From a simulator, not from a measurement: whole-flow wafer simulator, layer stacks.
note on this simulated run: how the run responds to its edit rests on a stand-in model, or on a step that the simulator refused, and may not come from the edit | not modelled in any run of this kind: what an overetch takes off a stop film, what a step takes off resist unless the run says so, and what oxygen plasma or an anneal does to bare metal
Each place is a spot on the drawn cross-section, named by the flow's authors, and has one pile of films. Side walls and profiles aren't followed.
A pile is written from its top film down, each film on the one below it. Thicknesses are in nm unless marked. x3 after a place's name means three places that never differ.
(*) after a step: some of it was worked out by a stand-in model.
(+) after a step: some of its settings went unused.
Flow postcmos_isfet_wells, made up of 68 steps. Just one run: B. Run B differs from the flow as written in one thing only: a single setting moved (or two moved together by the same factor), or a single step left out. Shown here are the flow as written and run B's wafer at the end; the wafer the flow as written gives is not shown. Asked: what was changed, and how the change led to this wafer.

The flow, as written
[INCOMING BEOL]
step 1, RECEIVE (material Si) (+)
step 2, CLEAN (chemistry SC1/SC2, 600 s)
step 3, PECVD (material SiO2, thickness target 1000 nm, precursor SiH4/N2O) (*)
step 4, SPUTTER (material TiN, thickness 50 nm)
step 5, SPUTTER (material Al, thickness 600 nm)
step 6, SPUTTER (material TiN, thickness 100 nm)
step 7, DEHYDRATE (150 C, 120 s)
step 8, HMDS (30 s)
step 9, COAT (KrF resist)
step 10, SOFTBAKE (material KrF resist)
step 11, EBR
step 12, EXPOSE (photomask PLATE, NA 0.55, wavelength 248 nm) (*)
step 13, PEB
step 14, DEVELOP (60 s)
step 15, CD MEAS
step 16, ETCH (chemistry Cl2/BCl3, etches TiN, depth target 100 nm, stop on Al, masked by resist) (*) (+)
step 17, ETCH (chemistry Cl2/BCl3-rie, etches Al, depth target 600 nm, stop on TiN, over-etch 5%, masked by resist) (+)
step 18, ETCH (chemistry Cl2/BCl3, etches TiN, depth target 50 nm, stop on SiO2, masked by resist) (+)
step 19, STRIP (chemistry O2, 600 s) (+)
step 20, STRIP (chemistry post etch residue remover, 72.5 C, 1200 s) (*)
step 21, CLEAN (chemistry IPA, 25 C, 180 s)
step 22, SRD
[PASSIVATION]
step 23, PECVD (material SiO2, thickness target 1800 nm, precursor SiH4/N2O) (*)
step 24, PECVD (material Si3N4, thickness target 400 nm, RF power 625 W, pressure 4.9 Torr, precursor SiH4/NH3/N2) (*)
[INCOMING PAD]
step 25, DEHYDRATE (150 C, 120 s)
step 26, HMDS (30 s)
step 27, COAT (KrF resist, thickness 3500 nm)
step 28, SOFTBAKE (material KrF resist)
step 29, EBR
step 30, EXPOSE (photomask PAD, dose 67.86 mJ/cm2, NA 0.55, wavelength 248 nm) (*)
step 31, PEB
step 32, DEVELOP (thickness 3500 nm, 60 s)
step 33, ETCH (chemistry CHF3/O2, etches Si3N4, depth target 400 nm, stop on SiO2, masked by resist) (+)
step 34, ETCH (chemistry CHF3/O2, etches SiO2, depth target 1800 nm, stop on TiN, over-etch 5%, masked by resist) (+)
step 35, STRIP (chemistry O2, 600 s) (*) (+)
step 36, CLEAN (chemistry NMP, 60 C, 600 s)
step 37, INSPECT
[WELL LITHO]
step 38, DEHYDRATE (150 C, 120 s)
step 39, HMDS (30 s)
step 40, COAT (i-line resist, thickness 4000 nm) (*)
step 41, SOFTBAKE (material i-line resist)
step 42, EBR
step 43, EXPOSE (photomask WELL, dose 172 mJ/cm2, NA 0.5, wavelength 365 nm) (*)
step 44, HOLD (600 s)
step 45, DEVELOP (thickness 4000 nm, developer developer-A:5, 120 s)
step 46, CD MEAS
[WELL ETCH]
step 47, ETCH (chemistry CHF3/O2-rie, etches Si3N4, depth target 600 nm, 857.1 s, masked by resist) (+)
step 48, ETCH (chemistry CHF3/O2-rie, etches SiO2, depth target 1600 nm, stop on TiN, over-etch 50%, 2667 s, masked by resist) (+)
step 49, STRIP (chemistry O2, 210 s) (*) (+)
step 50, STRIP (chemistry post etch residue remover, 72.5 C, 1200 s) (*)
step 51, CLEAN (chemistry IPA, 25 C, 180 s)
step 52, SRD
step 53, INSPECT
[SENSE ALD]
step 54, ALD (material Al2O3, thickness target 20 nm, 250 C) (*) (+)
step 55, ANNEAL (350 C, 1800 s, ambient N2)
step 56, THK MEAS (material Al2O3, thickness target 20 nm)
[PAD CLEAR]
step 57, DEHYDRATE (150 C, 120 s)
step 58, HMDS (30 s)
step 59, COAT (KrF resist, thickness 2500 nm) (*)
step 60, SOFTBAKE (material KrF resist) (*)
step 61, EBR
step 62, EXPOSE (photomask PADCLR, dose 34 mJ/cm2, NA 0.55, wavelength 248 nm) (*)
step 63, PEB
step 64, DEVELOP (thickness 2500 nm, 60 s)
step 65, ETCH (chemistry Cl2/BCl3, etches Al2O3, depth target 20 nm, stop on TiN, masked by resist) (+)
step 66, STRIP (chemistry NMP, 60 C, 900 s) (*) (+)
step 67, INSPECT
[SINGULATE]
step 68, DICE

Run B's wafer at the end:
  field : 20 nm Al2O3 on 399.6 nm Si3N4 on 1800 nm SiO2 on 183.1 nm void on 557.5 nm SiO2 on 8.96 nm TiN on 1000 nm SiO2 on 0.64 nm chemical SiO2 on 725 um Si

What caused this: step 18, ETCH: depth target 40.62 nm was run, while the flow as written has depth target 50 nm.

How this came from the change, step by step:
  step 18, ETCH (chemistry Cl2/BCl3, etches TiN, depth target 50 nm, stop on SiO2, masked by resist) (+)
      field: TiN loses 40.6 (as written it would have been: TiN loses 50 (all of it))
      margin, well900, well1300, well2000, well3000, pad_rim, pad_clr, pad_open: KrF resist loses 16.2 (as written it would have been: KrF resist loses 20)
  step 23, PECVD (material SiO2, thickness target 1800 nm, precursor SiH4/N2O) (*)
      field: SiO2 gains 1800 (new film), void gains 183.1 (new film), SiO2 gains 557.5 (new film) (as written it would have been: SiO2 gains 1800 (new film), void gains 189.9 (new film), SiO2 gains 559.7)
With metal films that touch counted as one body, field has 1 body; the flow as written gives 0 bodies.
